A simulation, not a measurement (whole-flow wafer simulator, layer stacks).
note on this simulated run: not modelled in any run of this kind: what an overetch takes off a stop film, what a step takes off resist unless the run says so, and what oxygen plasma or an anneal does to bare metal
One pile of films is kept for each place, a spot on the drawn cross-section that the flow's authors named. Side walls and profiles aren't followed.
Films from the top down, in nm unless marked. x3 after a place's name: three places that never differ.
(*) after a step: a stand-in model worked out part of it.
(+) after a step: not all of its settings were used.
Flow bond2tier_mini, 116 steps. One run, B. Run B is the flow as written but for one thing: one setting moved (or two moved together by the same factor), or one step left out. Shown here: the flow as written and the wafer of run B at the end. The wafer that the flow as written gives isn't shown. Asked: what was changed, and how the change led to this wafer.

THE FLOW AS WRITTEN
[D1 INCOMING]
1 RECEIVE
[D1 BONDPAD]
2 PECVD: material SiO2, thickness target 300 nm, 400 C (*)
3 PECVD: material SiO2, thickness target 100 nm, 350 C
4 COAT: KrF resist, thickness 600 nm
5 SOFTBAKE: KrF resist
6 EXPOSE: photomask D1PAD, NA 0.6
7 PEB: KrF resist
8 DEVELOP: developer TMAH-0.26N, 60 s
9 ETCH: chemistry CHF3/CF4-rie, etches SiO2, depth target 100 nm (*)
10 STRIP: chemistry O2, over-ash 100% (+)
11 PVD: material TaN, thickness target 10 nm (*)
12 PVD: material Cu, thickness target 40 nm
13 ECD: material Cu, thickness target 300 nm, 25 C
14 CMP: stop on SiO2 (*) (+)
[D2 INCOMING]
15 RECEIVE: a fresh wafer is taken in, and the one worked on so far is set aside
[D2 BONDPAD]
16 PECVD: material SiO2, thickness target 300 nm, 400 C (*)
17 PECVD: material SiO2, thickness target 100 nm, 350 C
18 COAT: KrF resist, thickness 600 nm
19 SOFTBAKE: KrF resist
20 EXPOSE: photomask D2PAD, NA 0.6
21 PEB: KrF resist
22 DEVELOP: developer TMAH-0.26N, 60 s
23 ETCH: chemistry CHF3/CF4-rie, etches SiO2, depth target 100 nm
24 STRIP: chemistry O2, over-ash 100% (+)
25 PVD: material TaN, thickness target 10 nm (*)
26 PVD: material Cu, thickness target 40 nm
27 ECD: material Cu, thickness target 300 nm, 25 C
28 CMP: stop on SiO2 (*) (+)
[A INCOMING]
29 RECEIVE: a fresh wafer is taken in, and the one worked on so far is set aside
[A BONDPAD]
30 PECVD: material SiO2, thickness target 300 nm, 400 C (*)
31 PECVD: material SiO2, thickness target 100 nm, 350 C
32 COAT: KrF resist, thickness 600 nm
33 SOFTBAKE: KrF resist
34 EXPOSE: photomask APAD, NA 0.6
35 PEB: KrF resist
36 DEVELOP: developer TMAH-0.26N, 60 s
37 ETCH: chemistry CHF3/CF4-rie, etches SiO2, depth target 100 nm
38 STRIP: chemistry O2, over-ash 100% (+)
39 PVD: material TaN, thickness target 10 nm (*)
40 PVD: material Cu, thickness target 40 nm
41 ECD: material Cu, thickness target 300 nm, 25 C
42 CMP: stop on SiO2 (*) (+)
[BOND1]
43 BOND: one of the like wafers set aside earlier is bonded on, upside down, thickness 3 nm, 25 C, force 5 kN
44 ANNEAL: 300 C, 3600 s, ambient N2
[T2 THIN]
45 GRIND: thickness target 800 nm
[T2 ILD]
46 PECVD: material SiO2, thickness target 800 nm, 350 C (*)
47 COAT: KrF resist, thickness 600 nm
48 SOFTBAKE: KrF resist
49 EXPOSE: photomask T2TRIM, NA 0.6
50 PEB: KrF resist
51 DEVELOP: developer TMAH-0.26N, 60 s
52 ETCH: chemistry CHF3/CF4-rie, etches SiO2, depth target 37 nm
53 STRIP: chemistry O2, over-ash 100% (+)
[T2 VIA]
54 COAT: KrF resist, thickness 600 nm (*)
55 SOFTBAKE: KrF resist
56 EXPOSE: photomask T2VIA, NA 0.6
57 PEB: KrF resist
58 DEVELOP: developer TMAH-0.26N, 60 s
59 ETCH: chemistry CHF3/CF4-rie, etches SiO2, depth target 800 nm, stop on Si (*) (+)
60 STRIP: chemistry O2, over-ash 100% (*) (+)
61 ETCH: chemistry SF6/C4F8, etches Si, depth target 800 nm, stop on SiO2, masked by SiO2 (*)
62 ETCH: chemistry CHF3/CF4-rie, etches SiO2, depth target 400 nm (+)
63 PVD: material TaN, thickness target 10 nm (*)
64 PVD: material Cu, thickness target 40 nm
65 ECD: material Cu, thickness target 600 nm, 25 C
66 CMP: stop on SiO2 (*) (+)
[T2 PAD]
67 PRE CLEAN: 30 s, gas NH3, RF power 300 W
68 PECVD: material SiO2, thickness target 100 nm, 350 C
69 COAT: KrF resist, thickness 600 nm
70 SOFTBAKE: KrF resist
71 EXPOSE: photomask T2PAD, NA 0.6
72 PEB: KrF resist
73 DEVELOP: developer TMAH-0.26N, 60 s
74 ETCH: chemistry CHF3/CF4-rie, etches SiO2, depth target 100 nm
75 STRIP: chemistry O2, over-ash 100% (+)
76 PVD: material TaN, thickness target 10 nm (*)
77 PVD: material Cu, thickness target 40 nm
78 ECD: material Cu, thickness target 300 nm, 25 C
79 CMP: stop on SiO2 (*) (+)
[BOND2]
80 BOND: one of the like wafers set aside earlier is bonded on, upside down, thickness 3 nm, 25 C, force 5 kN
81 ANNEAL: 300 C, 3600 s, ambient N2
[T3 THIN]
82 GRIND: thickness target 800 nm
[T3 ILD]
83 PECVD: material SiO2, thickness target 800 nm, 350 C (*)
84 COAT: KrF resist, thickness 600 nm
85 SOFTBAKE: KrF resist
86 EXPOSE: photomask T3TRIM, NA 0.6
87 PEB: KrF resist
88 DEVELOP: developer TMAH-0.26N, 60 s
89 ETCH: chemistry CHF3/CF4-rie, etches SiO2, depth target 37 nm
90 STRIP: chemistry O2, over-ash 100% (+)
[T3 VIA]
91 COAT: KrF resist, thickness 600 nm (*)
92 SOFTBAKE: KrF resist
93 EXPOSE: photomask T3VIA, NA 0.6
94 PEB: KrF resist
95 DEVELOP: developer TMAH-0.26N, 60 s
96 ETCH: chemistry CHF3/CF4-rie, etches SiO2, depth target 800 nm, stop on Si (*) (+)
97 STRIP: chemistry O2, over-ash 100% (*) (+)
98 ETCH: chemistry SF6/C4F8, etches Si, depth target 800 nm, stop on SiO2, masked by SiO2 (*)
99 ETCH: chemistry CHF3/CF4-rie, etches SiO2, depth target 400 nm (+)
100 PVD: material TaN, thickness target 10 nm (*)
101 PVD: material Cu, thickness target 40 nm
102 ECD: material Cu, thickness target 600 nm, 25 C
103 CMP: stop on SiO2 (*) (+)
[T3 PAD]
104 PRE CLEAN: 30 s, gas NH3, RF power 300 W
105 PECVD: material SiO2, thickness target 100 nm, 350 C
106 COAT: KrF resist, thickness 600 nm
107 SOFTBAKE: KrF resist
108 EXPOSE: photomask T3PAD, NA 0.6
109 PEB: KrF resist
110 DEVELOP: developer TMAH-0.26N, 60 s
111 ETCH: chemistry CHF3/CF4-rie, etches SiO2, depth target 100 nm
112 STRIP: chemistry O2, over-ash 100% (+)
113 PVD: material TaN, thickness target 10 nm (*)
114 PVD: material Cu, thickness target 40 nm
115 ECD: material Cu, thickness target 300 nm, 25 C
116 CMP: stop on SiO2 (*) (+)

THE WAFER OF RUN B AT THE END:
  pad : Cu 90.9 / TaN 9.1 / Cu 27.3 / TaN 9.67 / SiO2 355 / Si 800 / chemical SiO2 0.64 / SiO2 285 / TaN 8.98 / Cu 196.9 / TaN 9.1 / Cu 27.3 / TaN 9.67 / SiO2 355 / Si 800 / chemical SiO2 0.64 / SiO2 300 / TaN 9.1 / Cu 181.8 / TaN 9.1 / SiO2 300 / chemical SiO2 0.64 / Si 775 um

The cause: step 23, ETCH: depth target 115 nm was run, where the flow has depth target 100 nm.

How the change led to this, step by step:
  23 ETCH: chemistry CHF3/CF4-rie, etches SiO2, depth target 100 nm
      pad, via: SiO2 -115 (as written it would be: SiO2 -100)
      field: KrF resist -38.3 (as written it would be: KrF resist -33.3)
  27 ECD: material Cu, thickness target 300 nm, 25 C
      pad: Cu +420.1 (as written it would be: Cu +404.5)
      via: Cu +415.3 (as written it would be: Cu +400.2)
  80 BOND: one of the like wafers set aside earlier is bonded on, upside down, thickness 3 nm, 25 C, force 5 kN
      pad: Si +775 um (new film), chemical SiO2 +0.64 (new film), SiO2 +285 (new film), TaN +8.98 (new film), Cu +106 (as written it would be: Si +775 um (new film), chemical SiO2 +0.64 (new film), SiO2 +300 (new film), TaN +9.1 (new film), Cu +90.9)
